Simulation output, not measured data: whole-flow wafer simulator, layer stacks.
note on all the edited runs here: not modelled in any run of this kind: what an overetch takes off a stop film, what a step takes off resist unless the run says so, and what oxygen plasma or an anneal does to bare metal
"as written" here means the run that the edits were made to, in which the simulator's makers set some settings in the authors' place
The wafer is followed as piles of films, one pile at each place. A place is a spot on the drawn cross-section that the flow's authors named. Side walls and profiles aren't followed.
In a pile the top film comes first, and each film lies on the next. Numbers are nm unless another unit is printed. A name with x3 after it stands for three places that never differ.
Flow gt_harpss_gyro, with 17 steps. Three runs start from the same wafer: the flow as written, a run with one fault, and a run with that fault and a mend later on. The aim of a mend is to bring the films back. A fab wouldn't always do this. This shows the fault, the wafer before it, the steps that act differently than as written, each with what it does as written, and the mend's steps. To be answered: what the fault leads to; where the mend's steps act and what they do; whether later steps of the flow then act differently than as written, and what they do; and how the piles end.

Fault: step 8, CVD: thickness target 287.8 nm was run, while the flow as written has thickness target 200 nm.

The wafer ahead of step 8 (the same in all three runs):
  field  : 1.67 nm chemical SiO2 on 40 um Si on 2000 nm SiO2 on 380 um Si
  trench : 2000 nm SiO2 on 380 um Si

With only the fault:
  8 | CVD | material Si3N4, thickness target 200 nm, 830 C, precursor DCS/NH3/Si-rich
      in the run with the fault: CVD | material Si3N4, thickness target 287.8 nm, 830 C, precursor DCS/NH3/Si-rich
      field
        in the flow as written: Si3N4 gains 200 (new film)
        in the run with the fault: Si3N4 gains 287.8 (new film)
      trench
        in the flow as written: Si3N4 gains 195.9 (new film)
        in the run with the fault: Si3N4 gains 281.4 (new film)
  Later steps of the flow that are run all act as written at every place that is followed.
  By the end, the piles at field, trench depart from the flow's by more than 2% or 0.5 nm, whichever is larger.
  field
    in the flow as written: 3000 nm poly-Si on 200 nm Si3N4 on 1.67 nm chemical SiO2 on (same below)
    in the run with the fault: 3000 nm poly-Si on 287.8 nm Si3N4 on 1.67 nm chemical SiO2 on (same below)
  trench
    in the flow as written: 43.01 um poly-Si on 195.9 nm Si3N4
    in the run with the fault: 43.01 um poly-Si on 281.4 nm Si3N4

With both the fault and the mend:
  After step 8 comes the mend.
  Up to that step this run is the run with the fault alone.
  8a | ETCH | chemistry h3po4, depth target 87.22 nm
      field, trench
        Si3N4 loses 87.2
  Later steps of the flow that are run all act as written at every place that is followed.
  At the end the piles are close to the flow's at the places that both follow, differing by at most 2% or 0.5 nm, whichever is larger.
